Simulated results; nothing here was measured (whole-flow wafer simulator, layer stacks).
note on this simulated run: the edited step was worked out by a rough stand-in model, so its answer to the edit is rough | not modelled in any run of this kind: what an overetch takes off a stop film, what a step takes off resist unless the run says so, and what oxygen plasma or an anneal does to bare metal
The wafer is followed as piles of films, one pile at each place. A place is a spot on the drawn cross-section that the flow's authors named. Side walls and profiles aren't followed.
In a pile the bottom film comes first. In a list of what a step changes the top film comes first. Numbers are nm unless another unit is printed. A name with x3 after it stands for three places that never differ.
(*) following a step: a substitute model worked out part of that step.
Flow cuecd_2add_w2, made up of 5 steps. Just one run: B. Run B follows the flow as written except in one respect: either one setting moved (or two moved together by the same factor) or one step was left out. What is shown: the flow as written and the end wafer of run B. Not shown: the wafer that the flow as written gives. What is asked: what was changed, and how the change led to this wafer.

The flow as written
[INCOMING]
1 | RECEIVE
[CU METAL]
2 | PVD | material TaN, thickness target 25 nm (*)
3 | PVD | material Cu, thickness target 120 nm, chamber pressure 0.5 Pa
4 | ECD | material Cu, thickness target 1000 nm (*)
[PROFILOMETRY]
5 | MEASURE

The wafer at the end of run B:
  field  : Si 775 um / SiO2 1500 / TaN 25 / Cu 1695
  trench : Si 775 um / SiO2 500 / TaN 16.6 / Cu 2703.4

The reason: step 4, ECD: thickness target 1575 nm was run, whereas the flow has thickness target 1000 nm.

Step by step, how the change led to this:
  4 | ECD | material Cu, thickness target 1000 nm (*)
      field: +1575 Cu (it would be, as written: +1000 Cu)
      trench: +2622.6 Cu (it would be, as written: +2047.6 Cu)
